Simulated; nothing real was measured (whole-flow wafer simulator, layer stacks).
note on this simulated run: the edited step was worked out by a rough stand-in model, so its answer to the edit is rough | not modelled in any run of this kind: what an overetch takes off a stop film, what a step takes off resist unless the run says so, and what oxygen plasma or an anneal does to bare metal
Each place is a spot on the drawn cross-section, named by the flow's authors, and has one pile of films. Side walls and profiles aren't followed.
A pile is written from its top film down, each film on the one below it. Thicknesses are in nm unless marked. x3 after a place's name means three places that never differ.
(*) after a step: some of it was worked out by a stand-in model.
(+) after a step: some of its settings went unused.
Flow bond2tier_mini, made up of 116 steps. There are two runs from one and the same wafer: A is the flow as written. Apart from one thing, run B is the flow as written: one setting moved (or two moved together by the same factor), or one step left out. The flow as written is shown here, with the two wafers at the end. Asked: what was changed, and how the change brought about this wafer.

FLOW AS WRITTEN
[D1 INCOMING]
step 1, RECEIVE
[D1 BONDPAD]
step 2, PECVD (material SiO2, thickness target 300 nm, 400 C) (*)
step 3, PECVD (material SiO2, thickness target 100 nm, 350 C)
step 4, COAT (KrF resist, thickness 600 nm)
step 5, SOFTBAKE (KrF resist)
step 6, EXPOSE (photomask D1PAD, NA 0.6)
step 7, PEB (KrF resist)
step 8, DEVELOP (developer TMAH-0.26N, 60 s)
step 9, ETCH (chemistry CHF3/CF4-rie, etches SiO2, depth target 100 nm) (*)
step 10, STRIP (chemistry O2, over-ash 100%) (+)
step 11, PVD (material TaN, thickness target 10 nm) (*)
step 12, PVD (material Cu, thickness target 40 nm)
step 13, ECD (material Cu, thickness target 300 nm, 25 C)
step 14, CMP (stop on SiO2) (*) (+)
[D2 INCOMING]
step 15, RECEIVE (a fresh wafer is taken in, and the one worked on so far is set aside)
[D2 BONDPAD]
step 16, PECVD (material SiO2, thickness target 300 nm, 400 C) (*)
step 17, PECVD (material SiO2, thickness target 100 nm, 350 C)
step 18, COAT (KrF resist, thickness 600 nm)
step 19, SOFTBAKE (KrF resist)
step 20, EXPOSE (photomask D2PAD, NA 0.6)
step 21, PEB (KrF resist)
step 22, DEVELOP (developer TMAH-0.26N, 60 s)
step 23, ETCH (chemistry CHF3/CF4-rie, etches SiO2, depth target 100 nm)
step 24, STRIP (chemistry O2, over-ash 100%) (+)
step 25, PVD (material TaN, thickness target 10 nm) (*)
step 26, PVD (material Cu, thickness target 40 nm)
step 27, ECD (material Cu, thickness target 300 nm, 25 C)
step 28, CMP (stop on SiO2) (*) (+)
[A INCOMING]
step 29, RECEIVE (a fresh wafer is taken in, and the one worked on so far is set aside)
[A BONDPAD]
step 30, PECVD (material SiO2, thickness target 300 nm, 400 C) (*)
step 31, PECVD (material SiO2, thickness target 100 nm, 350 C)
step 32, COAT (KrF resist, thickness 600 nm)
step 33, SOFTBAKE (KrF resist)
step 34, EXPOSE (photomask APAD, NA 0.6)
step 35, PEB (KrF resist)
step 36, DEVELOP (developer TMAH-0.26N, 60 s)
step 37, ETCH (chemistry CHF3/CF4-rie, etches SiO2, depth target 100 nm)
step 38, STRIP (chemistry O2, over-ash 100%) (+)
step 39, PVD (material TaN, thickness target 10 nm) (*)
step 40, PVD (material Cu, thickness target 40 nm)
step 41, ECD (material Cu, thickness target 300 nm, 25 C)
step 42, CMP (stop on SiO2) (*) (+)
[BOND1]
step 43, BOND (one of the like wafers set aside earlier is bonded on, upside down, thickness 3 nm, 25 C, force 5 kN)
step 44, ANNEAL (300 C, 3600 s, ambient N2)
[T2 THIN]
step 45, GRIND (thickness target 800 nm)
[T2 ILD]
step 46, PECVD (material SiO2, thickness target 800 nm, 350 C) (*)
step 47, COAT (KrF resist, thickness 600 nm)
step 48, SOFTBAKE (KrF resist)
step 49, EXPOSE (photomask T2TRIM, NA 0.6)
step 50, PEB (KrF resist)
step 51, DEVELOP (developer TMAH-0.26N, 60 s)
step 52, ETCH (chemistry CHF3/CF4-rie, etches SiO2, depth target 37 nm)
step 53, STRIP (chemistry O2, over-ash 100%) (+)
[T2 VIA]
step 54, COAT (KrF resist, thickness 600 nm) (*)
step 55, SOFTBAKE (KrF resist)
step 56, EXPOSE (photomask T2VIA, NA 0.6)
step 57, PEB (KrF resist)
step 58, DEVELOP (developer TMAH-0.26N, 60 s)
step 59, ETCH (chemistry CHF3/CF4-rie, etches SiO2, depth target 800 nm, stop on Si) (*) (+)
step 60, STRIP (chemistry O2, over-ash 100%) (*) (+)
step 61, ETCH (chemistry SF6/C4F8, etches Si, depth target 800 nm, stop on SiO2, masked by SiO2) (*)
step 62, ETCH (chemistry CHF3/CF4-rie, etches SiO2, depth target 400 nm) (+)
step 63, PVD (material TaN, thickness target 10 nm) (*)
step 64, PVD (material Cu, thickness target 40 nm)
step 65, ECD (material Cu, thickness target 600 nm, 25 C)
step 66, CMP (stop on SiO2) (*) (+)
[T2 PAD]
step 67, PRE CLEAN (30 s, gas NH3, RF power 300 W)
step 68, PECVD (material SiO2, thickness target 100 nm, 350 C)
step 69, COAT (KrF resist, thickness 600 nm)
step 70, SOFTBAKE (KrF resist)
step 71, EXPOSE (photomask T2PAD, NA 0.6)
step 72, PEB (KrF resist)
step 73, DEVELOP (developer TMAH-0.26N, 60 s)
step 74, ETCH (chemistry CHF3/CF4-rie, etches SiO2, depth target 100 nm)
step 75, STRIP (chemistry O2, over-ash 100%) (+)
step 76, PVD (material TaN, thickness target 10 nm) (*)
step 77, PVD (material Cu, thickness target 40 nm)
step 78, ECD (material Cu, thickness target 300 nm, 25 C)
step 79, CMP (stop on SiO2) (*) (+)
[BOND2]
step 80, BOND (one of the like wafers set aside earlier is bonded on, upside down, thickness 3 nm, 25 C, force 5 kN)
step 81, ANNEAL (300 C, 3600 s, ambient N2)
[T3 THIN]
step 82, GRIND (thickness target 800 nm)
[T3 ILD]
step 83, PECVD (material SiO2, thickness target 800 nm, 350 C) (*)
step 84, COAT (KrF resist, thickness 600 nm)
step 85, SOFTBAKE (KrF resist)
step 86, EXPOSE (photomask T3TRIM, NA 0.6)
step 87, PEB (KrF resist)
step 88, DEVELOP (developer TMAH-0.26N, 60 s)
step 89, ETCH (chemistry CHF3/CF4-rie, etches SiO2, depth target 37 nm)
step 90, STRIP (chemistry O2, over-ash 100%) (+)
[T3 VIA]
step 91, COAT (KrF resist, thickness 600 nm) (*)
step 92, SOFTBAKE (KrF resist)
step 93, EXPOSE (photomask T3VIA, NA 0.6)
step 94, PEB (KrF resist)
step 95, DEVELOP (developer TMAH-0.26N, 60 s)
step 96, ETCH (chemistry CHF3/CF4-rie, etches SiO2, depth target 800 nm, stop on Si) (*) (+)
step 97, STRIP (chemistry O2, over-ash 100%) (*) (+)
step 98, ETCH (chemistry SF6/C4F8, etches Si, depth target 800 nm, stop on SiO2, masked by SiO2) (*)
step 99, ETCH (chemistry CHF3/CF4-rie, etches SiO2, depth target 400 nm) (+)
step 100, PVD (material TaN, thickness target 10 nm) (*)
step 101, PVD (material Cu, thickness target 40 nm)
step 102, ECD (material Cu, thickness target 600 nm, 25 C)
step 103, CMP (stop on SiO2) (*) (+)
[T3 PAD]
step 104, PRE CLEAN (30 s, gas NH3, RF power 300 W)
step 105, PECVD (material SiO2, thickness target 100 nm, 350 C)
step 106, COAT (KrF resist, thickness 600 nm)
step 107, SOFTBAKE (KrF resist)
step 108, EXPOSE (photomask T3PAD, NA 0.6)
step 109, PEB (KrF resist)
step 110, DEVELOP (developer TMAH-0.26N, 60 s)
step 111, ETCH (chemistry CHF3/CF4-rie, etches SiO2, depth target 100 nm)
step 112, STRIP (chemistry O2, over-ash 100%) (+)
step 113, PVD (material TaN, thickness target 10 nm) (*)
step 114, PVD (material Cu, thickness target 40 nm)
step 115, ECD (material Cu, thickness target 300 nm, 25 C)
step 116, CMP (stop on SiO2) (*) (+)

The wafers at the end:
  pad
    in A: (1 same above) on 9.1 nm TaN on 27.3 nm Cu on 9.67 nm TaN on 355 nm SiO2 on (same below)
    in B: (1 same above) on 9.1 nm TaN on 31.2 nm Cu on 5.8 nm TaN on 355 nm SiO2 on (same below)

Cause: step 100, PVD: thickness target 6 nm was run, while the flow as written has thickness target 10 nm.

The path from the change to this, step by step:
  step 100, PVD (material TaN, thickness target 10 nm) (*)
      field: A +10 TaN (new film) | B +6 TaN (new film)
      pad: A +9.67 TaN (new film) | B +5.8 TaN (new film)
  step 103, CMP (stop on SiO2) (*) (+)
      field: A -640 Cu (all of it), -10 TaN (all of it) | B -640 Cu (all of it), -6 TaN (all of it)
